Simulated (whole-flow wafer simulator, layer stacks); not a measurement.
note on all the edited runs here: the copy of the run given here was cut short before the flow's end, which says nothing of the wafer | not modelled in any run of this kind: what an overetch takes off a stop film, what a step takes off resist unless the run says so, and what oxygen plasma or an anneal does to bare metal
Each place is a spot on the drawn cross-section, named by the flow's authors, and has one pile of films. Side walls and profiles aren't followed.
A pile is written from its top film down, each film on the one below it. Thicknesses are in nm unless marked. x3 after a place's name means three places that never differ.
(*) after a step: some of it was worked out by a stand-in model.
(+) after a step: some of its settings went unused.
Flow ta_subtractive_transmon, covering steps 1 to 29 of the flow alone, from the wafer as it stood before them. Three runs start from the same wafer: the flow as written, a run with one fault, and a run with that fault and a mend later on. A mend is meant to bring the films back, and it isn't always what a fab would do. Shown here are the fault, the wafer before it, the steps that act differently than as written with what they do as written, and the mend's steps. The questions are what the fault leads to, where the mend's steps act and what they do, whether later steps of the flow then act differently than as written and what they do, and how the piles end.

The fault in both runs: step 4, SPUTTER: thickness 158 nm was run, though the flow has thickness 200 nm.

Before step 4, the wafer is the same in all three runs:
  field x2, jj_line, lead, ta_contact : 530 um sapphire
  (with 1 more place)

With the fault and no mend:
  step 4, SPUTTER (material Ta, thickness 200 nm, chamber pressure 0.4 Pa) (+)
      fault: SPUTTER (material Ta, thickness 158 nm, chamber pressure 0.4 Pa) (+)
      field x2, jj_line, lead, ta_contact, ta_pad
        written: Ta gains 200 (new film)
        fault: Ta gains 158 (new film)
  Steps later in the flow that act otherwise than as written (2 other steps are not shown; they differ only slightly, by no more than 2% or 0.5 nm, whichever is larger):
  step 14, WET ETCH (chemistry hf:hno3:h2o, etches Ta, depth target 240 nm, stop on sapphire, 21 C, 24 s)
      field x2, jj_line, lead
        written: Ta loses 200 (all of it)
        fault: Ta loses 158 (all of it)
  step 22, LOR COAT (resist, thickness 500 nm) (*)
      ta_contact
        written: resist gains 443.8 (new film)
        fault: resist gains 454.7 (new film)
  At ta_contact, ta_pad, the piles at the end differ from the flow's by more than 2% or 0.5 nm, whichever is larger.
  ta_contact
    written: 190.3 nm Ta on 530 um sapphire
    fault: 148.3 nm Ta on 530 um sapphire
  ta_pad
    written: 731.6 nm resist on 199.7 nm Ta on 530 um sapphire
    fault: 738 nm resist on 157.7 nm Ta on 530 um sapphire

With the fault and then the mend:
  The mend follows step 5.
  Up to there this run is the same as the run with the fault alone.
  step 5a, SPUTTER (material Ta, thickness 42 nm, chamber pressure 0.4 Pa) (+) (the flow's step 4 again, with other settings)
      field x2, jj_line, lead, ta_contact, ta_pad
        Ta gains 42
  Every later step of the flow that is run acts as written at every place that is followed.
  The piles end the same as the flow's at every place that both follow.
